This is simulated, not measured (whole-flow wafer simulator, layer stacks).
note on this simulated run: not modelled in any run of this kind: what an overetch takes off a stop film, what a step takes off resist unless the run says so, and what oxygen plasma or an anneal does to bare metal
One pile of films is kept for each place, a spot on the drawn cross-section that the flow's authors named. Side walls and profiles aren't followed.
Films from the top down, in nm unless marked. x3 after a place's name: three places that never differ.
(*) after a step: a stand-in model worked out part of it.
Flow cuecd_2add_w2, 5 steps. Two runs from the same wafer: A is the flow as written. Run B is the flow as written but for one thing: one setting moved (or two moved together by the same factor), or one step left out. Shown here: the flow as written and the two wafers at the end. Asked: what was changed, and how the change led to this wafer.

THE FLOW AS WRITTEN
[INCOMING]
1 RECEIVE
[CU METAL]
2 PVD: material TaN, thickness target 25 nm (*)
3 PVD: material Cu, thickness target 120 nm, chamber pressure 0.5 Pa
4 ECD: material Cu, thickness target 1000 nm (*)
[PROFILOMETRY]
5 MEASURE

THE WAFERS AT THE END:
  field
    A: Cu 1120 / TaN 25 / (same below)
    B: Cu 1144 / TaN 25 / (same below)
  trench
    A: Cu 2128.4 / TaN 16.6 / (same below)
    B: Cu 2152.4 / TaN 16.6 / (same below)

The cause: step 3, PVD: thickness target 144 nm was run, where the flow has thickness target 120 nm.

How the change led to this, step by step:
  3 PVD: material Cu, thickness target 120 nm, chamber pressure 0.5 Pa
      field: A Cu +120 (new film) | B Cu +144 (new film)
      trench: A Cu +80.8 (new film) | B Cu +96.8 (new film)
